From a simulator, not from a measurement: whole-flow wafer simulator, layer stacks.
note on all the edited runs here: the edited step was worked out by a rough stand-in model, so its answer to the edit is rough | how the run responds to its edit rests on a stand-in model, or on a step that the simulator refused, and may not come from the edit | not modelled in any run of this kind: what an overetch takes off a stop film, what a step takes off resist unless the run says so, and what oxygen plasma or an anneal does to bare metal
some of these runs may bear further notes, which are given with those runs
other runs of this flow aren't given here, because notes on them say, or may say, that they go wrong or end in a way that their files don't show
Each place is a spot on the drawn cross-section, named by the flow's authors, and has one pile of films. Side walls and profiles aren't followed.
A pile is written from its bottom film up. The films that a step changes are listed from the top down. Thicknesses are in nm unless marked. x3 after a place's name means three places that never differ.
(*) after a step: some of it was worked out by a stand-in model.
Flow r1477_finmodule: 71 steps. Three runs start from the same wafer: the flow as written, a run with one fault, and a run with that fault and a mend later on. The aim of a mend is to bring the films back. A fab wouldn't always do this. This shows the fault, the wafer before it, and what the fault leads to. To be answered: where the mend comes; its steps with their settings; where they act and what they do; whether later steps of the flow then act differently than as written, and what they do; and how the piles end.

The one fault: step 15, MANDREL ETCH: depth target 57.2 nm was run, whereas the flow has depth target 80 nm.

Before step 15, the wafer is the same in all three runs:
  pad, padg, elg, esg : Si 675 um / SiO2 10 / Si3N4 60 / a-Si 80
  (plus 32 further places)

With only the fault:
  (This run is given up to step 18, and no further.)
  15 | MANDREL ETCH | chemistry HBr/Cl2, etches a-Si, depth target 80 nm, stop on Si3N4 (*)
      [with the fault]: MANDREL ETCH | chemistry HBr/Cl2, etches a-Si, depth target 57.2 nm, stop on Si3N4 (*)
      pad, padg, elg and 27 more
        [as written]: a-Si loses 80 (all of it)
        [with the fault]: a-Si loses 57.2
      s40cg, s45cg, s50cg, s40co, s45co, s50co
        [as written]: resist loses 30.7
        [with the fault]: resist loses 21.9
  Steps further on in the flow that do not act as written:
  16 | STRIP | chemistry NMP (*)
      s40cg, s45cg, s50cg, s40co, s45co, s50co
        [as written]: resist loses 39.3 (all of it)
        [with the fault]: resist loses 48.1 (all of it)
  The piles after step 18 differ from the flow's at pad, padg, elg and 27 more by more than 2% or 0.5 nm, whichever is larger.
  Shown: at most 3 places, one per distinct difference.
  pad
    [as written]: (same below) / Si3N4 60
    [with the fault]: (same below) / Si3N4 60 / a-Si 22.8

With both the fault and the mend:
  The mend follows step 15.
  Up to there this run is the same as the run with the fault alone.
  15a | MANDREL ETCH | chemistry HBr/Cl2, etches a-Si, depth target 22.8 nm, stop on Si3N4 (*) (the flow's step 15, run once more with other settings)
      pad, padg, elg and 27 more
        a-Si loses 22.8 (all of it)
      s40cg, s45cg, s50cg, s40co, s45co, s50co
        resist loses 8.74
  Later steps of the flow that are run all act as written at every place that is followed.
  By the end, the piles equal the flow's at every place that both follow.
